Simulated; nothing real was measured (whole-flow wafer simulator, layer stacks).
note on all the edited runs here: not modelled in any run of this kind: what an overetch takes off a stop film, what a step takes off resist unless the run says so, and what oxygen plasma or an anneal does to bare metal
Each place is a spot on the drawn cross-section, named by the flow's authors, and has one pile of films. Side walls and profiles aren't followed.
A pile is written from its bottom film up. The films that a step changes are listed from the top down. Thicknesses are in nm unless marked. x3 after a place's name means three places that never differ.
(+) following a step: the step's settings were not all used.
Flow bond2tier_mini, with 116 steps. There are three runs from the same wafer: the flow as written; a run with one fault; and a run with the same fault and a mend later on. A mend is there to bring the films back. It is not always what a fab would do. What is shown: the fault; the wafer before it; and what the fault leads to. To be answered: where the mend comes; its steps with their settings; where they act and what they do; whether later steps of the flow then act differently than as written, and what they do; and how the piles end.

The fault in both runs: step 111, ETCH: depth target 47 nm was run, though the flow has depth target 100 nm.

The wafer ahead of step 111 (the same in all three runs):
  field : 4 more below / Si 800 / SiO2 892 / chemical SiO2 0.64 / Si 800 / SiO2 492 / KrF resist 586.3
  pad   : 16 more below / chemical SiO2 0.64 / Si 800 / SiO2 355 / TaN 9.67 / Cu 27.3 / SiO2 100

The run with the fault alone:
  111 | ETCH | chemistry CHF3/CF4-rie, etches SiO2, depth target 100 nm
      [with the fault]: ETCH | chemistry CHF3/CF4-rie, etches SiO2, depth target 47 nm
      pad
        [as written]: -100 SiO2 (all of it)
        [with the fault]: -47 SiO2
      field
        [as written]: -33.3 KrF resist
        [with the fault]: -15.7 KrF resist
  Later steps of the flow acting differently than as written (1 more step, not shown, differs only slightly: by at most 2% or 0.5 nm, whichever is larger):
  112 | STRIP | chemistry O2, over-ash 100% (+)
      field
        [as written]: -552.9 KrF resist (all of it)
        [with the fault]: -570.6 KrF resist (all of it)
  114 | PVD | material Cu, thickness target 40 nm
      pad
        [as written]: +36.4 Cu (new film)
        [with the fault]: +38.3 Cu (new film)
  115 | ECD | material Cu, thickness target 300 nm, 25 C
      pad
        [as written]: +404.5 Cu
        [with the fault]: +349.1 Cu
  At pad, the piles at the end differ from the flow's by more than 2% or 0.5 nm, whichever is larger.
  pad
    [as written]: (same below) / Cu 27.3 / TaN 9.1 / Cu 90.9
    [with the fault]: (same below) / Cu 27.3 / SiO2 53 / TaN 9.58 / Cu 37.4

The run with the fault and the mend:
  The mend follows step 111.
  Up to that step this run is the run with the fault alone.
  111a | ETCH | chemistry CHF3/CF4-rie, etches SiO2, depth target 53 nm (the flow's step 111, run once more with other settings)
      field
        -17.7 KrF resist
      pad
        -53 SiO2 (all of it)
  Later steps of the flow that are run all act as written at every place that is followed.
  The piles end the same as the flow's at every place that both follow.
